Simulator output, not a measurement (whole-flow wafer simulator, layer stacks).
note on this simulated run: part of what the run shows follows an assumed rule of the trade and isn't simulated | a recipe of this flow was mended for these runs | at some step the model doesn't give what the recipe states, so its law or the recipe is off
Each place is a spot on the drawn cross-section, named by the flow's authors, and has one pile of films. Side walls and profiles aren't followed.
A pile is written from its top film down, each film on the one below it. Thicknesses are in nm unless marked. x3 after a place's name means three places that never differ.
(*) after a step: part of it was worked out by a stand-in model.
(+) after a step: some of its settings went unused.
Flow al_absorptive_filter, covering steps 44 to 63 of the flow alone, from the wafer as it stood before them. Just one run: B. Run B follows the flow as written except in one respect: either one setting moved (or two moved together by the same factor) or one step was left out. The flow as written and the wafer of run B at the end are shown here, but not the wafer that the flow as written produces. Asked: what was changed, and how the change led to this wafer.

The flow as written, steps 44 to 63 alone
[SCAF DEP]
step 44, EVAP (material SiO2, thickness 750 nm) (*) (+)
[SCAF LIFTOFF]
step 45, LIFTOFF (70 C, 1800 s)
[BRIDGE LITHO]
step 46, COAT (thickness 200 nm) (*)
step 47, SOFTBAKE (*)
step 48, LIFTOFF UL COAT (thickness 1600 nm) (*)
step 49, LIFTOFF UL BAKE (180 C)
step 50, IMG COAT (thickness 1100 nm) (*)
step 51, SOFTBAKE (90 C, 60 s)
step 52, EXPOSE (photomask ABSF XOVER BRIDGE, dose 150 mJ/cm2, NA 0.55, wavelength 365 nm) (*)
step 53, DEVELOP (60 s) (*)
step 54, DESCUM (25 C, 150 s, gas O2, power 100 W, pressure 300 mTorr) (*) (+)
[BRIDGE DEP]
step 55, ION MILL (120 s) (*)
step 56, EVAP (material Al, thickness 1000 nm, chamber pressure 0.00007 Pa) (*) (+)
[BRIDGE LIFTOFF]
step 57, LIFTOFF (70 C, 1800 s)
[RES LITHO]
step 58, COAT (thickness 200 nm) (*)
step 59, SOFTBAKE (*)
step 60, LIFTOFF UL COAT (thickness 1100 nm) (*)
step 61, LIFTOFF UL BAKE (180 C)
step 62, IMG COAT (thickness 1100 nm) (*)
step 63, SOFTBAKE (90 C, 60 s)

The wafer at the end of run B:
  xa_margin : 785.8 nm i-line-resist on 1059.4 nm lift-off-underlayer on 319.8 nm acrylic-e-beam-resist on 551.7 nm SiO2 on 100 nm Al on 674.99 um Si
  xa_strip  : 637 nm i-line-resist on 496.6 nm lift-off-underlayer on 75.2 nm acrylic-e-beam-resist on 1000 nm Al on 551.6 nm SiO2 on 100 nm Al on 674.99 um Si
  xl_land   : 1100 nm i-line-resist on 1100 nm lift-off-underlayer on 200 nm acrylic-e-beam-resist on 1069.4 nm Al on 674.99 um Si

Cause: step 44, EVAP: thickness 570 nm was run, while the flow as written has thickness 750 nm; step 55, ION MILL: 91.2 s was run, where the flow has 120 s.

How this came from the change, step by step:
  step 44, EVAP (material SiO2, thickness 750 nm) (*) (+)
      gnd, pad_far, pad_near and 10 more: SiO2 gains 570 (new film) (it would be, as written: SiO2 gains 750 (new film))
      xa_margin: SiO2 gains 551.7 (new film) (it would be, as written: SiO2 gains 726 (new film))
  step 45, LIFTOFF (70 C, 1800 s)
      gnd, xa_field, xl_land, idc_field: SiO2 loses 570 (all of it), i-line-resist loses 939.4 (all of it), lift-off-underlayer loses 1100 (all of it), acrylic-e-beam-resist loses 200 (all of it) (it would be, as written: SiO2 loses 750 (all of it), i-line-resist loses 939.4 (all of it), lift-off-underlayer loses 1100 (all of it), acrylic-e-beam-resist loses 200 (all of it))
      pad_far: SiO2 loses 570 (all of it), i-line-resist loses 937 (all of it), lift-off-underlayer loses 1092.7 (all of it), acrylic-e-beam-resist loses 198.5 (all of it) (it would be, as written: SiO2 loses 750 (all of it), i-line-resist loses 937 (all of it), lift-off-underlayer loses 1092.7 (all of it), acrylic-e-beam-resist loses 198.5 (all of it))
      (also at 5 further places)
  step 46, COAT (thickness 200 nm) (*)
      xa_margin: acrylic-e-beam-resist gains 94 (new film) (it would be, as written: acrylic-e-beam-resist gains 87.1 (new film))
      xa_strip: acrylic-e-beam-resist gains 170.9 (new film) (it would be, as written: acrylic-e-beam-resist gains 156.7 (new film))
      (also at 2 further places)
  step 48, LIFTOFF UL COAT (thickness 1600 nm) (*)
      xa_margin: lift-off-underlayer gains 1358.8 (new film) (it would be, as written: lift-off-underlayer gains 1268 (new film))
      xa_strip: lift-off-underlayer gains 1296.1 (new film) (it would be, as written: lift-off-underlayer gains 1219 (new film))
      (also at 2 further places)
  step 50, IMG COAT (thickness 1100 nm) (*)
      xa_margin: i-line-resist gains 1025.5 (new film) (it would be, as written: i-line-resist gains 995.2 (new film))
      xa_strip: i-line-resist gains 1001.1 (new film) (it would be, as written: i-line-resist gains 962 (new film))
      (also at 2 further places)
  step 51, SOFTBAKE (90 C, 60 s)
      xa_strip: i-line-resist loses 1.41 (it would be, as written: i-line-resist loses 1.93)
      xl_turn: i-line-resist loses 1.31 (it would be, as written: i-line-resist loses 1.83)
  step 53, DEVELOP (60 s) (*)
      xa_strip: i-line-resist loses 999.7 (all of it), lift-off-underlayer loses 1296.1 (all of it) (it would be, as written: i-line-resist loses 960.1 (all of it), lift-off-underlayer loses 1219 (all of it))
      xl_gap: i-line-resist loses 1031.2 (all of it), lift-off-underlayer loses 1404.7 (all of it) (it would be, as written: i-line-resist loses 1001.2 (all of it), lift-off-underlayer loses 1316.9 (all of it))
      (also at 1 further place)
  step 54, DESCUM (25 C, 150 s, gas O2, power 100 W, pressure 300 mTorr) (*) (+)
      xa_strip: acrylic-e-beam-resist loses 170.9 (all of it) (it would be, as written: acrylic-e-beam-resist loses 156.7 (all of it))
      xl_gap: acrylic-e-beam-resist loses 115.3 (all of it) (it would be, as written: acrylic-e-beam-resist loses 97.9 (all of it))
      (also at 1 further place)
  step 55, ION MILL (120 s) (*)
      gnd, pad_far, pad_near and 7 more: i-line-resist loses 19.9 (it would be, as written: i-line-resist loses 26.2)
      xa_strip, xl_gap, xl_turn: SiO2 loses 18.4 (it would be, as written: SiO2 loses 24.3)
      (also at 1 further place)
  step 57, LIFTOFF (70 C, 1800 s)
      xa_margin: Al loses 1000 (all of it), i-line-resist loses 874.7 (all of it), lift-off-underlayer loses 1358.8 (all of it), acrylic-e-beam-resist loses 94 (all of it) (it would be, as written: Al loses 1000 (all of it), i-line-resist loses 836.1 (all of it), lift-off-underlayer loses 1268 (all of it), acrylic-e-beam-resist loses 87.1 (all of it))
  step 58, COAT (thickness 200 nm) (*)
      xa_margin: acrylic-e-beam-resist gains 319.8 (new film) (it would be, as written: acrylic-e-beam-resist gains 288.1 (new film))
      xa_strip: acrylic-e-beam-resist gains 75.2 (new film) (it would be, as written: acrylic-e-beam-resist gains 66.9 (new film))
      (also at 2 further places)
  step 60, LIFTOFF UL COAT (thickness 1100 nm) (*)
      xa_margin: lift-off-underlayer gains 1059.4 (new film) (it would be, as written: lift-off-underlayer gains 1021 (new film))
      xa_strip: lift-off-underlayer gains 496.6 (new film) (it would be, as written: lift-off-underlayer gains 459.8 (new film))
      (also at 2 further places)
  step 62, IMG COAT (thickness 1100 nm) (*)
      xa_margin: i-line-resist gains 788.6 (new film) (it would be, as written: i-line-resist gains 741.1 (new film))
      xa_strip: i-line-resist gains 641.7 (new film) (it would be, as written: i-line-resist gains 577.9 (new film))
      (also at 2 further places)
  step 63, SOFTBAKE (90 C, 60 s)
      xl_turn: i-line-resist loses 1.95 (it would be, as written: i-line-resist loses 2.67)
